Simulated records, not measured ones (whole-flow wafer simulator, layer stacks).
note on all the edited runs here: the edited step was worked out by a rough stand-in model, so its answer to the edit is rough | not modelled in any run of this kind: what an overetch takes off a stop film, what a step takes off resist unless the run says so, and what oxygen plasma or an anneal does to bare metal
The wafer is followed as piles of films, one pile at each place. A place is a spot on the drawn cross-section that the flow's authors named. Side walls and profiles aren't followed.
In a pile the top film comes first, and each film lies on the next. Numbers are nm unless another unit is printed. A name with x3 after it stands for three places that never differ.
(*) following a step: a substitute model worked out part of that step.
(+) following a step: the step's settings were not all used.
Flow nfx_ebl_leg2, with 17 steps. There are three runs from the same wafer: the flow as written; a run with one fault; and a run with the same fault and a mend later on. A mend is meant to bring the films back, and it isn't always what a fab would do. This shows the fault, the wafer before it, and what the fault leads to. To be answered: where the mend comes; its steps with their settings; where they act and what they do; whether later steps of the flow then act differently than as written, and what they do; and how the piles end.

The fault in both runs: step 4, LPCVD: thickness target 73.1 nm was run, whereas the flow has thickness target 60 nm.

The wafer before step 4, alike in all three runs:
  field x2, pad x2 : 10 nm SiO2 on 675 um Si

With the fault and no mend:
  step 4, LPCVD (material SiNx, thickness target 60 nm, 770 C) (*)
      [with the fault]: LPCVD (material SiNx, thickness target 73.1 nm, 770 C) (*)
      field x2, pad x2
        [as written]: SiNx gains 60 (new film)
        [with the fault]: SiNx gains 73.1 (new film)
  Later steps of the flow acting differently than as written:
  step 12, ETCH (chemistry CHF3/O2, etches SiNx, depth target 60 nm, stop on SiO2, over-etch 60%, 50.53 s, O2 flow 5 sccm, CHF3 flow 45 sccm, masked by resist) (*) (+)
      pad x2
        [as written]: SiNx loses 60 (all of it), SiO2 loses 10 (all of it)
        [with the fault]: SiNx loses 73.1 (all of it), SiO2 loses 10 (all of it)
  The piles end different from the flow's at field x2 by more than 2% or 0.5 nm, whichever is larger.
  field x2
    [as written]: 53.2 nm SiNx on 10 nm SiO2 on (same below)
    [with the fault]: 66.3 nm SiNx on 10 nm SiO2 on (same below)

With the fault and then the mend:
  After step 5 comes the mend.
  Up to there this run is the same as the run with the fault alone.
  step 5a, ETCH (chemistry h3po4, depth target 84.06 nm)
      field x2, pad x2
        SiNx loses 73.1 (all of it)
  step 5b, CLEAN (chemistry SC1/SC2) (the flow's step 2 again)
      leaves every film unchanged at each place that is followed
  step 5c, LPCVD (material SiNx, thickness target 60 nm, 770 C) (*) (the flow's step 4 again)
      field x2, pad x2
        SiNx gains 60 (new film)
  Every later step of the flow that is run acts as written at every place that is followed.
  The piles end the same as the flow's at every place that both follow.
